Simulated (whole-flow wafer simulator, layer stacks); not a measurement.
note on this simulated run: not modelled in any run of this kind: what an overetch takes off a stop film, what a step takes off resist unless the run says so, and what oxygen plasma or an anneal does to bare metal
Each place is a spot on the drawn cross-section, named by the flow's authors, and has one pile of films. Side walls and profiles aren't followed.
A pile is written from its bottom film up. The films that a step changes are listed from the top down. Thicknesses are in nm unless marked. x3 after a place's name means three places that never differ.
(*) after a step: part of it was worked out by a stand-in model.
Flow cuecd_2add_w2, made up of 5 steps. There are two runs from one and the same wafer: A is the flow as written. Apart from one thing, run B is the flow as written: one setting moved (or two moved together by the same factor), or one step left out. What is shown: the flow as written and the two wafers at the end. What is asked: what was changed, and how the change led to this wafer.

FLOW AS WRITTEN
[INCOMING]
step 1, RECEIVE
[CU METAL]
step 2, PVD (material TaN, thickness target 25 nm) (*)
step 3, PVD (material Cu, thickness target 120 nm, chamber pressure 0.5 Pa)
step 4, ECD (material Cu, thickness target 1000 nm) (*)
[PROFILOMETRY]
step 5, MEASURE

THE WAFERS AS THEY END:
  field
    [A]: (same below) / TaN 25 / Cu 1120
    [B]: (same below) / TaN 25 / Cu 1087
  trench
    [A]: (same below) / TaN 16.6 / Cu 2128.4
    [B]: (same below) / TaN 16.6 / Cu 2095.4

The reason: step 3, PVD: thickness target 87 nm was run, whereas the flow has thickness target 120 nm.

Step by step, how the change led to this:
  step 3, PVD (material Cu, thickness target 120 nm, chamber pressure 0.5 Pa)
      field: A +120 Cu (new film) | B +87 Cu (new film)
      trench: A +80.8 Cu (new film) | B +58.7 Cu (new film)
